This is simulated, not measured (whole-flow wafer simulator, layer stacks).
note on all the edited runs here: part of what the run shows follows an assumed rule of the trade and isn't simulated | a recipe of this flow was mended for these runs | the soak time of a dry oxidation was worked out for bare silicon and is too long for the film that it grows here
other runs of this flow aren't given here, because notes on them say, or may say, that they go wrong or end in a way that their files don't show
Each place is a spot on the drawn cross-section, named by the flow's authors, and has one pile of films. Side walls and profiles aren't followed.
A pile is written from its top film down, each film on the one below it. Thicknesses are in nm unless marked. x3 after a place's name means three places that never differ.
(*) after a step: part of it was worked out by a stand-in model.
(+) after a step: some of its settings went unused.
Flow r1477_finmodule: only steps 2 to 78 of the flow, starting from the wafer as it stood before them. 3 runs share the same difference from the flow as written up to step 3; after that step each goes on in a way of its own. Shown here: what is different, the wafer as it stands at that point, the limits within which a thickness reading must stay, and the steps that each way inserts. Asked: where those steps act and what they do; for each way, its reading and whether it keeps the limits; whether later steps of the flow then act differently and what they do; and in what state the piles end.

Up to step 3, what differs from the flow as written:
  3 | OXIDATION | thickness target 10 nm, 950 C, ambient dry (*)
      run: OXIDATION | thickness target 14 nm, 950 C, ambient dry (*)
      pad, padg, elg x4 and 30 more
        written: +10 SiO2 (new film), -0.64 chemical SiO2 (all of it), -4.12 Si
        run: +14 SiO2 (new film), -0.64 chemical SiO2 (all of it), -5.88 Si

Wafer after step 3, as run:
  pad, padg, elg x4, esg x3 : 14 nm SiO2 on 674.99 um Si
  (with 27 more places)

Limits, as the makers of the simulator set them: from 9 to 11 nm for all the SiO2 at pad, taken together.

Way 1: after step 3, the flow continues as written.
  After step 3, the reading is 14 nm, outside the limits.
  Steps later in the flow that act otherwise than as written (4 more steps, not shown, differ only slightly: by at most 2% or 0.5 nm, whichever is larger):
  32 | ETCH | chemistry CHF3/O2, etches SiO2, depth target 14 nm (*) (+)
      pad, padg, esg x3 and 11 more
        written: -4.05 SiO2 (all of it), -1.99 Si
        way: -8.05 SiO2 (all of it), -1.19 Si
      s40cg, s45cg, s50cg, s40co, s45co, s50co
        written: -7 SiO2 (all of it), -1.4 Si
        way: -11 SiO2 (all of it), -0.6 Si
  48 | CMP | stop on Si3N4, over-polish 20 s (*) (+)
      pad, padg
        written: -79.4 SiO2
        way: -76.2 SiO2
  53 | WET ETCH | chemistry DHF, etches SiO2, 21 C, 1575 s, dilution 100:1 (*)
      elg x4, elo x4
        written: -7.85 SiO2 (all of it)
        way: -11.9 SiO2 (all of it)
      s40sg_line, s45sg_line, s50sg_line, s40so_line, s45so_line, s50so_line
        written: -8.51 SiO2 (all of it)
        way: -12.5 SiO2 (all of it)
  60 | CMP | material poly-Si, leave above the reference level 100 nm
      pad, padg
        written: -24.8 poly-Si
        way: -28.8 poly-Si
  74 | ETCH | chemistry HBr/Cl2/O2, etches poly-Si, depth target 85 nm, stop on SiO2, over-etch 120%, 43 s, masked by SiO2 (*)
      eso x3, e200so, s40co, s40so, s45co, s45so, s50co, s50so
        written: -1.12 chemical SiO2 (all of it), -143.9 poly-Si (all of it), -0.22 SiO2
        way: -1.12 chemical SiO2 (all of it), -139.9 poly-Si (all of it), -0.24 SiO2
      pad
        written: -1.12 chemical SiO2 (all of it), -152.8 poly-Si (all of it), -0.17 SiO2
        way: -1.12 chemical SiO2 (all of it), -148.8 poly-Si (all of it), -0.19 SiO2
  At pad, padg, esg x3 and 17 more, the piles at the end differ from the flow's by more than 2% or 0.5 nm, whichever is larger.
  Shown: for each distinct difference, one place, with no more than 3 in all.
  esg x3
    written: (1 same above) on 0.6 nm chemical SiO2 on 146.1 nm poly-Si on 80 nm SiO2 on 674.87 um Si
    way: (1 same above) on 0.6 nm chemical SiO2 on 142.1 nm poly-Si on 83.2 nm SiO2 on 674.87 um Si
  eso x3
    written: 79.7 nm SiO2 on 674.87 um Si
    way: 82.9 nm SiO2 on 674.87 um Si
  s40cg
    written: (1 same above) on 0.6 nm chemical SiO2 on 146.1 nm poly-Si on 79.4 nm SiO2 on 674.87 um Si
    way: (1 same above) on 0.6 nm chemical SiO2 on 142.1 nm poly-Si on 82.6 nm SiO2 on 674.87 um Si

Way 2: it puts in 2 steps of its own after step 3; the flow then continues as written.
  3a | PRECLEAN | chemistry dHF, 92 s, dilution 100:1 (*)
      pad, padg, elg x4 and 30 more
        -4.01 SiO2
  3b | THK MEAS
      alters no film at any place that is followed
  After step 3b, the reading is 9.99 nm, within the limits.
  Every later step of the flow that is run acts as written, at every place that is followed, to within 2% or 0.5 nm, whichever is larger.
  At the end the piles are close to the flow's at the places that both follow, differing by at most 2% or 0.5 nm, whichever is larger.

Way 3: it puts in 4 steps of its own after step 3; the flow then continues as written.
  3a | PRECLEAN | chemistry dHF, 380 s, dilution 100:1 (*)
      pad, padg, elg x4 and 30 more
        -14 SiO2 (all of it)
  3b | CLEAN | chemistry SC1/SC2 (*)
      pad, padg, elg x4 and 30 more
        +0.6 chemical SiO2 (new film), -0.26 Si
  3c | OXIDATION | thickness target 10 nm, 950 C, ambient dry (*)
      pad, padg, elg x4 and 30 more
        +10 SiO2 (new film), -0.6 chemical SiO2 (all of it), -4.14 Si
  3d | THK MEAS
      alters no film at any place that is followed
  After step 3d, the reading is 10 nm, within the limits.
  Every later step of the flow that is run acts as written at every place that is followed.
  At the end the piles are close to the flow's at the places that both follow, differing by at most 2% or 0.5 nm, whichever is larger.

The limits are kept by: way 2, way 3. They are not kept by: way 1.
